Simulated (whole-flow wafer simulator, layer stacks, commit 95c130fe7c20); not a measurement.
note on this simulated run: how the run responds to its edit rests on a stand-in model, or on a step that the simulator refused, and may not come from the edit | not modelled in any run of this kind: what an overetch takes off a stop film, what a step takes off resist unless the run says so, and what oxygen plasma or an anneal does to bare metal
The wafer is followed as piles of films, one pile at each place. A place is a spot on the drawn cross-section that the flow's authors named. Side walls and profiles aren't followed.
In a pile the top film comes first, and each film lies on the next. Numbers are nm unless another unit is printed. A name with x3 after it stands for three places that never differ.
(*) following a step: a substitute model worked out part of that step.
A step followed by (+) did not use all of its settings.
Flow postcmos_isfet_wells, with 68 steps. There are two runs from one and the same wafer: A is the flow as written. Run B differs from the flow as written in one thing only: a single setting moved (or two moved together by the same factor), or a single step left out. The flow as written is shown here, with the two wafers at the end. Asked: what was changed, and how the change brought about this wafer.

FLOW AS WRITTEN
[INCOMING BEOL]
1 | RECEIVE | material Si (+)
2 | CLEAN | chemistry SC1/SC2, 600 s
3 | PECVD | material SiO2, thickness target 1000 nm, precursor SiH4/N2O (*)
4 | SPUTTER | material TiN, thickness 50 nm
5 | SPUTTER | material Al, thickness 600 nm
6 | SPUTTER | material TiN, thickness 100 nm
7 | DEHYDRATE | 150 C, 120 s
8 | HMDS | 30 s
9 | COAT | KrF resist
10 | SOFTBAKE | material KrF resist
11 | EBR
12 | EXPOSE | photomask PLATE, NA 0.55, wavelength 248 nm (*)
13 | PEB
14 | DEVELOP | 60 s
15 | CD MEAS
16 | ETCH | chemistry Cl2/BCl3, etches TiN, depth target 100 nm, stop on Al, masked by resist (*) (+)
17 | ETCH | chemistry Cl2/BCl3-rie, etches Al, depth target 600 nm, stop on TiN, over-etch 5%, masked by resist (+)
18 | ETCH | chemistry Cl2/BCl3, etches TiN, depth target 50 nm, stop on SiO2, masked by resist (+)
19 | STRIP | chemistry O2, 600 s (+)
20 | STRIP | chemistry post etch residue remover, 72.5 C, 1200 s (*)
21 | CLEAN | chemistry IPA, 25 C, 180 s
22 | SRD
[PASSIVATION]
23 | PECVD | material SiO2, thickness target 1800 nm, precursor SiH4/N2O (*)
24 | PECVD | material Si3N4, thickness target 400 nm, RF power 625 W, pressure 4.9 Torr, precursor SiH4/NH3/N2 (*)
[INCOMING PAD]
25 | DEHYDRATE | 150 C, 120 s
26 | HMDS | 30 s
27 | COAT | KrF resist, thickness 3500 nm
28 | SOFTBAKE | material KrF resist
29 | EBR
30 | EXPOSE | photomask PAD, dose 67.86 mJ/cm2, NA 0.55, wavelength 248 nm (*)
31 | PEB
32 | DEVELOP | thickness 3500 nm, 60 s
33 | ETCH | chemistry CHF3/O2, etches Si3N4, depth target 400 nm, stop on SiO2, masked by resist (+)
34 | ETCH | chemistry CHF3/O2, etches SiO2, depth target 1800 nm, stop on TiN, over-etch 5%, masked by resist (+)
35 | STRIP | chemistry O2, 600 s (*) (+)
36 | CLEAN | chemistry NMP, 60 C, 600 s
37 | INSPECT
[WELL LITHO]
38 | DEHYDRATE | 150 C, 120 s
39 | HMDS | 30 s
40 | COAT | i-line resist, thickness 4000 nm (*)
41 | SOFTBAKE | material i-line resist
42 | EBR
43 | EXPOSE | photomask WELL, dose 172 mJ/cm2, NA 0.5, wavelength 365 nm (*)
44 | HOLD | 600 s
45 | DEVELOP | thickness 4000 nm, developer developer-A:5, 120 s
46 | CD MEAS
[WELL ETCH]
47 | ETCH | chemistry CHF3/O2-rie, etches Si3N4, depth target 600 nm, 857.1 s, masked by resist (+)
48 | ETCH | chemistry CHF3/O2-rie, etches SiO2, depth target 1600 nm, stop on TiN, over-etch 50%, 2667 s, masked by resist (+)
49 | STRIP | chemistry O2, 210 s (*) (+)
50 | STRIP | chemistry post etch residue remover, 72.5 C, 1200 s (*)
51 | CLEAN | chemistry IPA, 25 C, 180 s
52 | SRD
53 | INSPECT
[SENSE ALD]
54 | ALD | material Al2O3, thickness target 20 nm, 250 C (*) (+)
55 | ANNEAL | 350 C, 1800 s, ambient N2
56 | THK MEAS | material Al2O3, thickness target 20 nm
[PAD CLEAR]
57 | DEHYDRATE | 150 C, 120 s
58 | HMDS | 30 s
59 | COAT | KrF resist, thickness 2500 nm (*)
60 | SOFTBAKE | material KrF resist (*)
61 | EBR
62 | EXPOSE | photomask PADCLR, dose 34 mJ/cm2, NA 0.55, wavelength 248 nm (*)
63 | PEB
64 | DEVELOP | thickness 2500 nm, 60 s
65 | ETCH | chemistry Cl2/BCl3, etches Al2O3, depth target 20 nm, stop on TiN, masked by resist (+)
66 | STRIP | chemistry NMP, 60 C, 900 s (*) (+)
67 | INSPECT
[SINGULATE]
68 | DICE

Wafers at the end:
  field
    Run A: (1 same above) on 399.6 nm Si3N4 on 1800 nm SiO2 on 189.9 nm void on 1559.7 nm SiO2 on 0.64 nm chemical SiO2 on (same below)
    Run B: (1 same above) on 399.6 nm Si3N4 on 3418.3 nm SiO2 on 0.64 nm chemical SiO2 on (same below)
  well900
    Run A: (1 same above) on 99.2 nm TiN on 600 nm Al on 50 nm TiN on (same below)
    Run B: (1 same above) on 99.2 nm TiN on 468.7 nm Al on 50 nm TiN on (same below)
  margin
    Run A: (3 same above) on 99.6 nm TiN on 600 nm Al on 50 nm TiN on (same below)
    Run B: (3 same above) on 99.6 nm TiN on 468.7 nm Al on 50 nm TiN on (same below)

Cause: step 5, SPUTTER: thickness 468.7 nm was run, while the flow as written has thickness 600 nm.
The wafer itself shows it: well900 has Al 468.7, and step 5 as written asks for 600 nm.

The path from the change to this, step by step:
  5 | SPUTTER | material Al, thickness 600 nm
      field, margin, well900, well1300 x3, pad_rim, pad_clr, pad_open: A +600 Al (new film) | B +468.7 Al (new film)
  17 | ETCH | chemistry Cl2/BCl3-rie, etches Al, depth target 600 nm, stop on TiN, over-etch 5%, masked by resist (+)
      margin, well900, well1300 x3, pad_rim, pad_clr, pad_open: A -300 KrF resist | B -246.1 KrF resist
      field: A -600 Al (all of it) | B -468.7 Al (all of it)
  19 | STRIP | chemistry O2, 600 s (+)
      margin, well900, well1300 x3, pad_rim, pad_clr, pad_open: A -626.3 KrF resist (all of it) | B -680.2 KrF resist (all of it)
  23 | PECVD | material SiO2, thickness target 1800 nm, precursor SiH4/N2O (*)
      field: A +1800 SiO2 (new film), +189.9 void (new film), +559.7 SiO2 | B +2418.3 SiO2
